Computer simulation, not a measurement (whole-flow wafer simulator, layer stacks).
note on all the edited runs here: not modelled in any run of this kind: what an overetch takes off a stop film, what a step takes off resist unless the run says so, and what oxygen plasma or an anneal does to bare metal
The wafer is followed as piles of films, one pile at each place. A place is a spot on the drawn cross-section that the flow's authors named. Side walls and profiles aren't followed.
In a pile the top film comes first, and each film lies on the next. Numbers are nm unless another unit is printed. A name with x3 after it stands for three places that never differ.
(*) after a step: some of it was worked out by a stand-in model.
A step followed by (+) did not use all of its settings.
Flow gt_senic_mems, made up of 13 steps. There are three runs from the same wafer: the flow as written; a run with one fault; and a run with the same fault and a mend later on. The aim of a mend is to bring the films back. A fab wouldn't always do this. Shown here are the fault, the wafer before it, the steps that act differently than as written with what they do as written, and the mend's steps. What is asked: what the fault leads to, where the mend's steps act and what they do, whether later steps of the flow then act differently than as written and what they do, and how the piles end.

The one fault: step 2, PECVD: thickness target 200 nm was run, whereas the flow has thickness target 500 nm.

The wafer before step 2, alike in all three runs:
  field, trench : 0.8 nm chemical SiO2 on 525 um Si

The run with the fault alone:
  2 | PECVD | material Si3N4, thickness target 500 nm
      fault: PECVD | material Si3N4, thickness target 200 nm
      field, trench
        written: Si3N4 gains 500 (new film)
        fault: Si3N4 gains 200 (new film)
  Later steps of the flow acting differently than as written (2 other steps are not shown; they differ only slightly, by no more than 2% or 0.5 nm, whichever is larger):
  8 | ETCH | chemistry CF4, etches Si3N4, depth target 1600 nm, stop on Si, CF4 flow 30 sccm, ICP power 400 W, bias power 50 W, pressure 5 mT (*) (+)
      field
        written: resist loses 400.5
        fault: resist loses 200.5
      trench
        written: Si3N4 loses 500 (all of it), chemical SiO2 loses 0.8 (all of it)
        fault: Si3N4 loses 200 (all of it), chemical SiO2 loses 0.8 (all of it)
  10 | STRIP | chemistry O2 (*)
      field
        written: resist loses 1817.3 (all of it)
        fault: resist loses 2017.3 (all of it)
  At field, the piles at the end differ from the flow's by more than 2% or 0.5 nm, whichever is larger.
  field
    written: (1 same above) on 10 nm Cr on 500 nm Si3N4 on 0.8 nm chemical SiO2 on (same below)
    fault: (1 same above) on 10 nm Cr on 200 nm Si3N4 on 0.8 nm chemical SiO2 on (same below)

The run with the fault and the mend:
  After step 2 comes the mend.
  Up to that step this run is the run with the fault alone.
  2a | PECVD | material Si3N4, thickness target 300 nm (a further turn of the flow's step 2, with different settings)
      field, trench
        Si3N4 gains 300
  None of the later steps of the flow acts differently than as written at any place that is followed.
  By the end, the piles equal the flow's at every place that both follow.
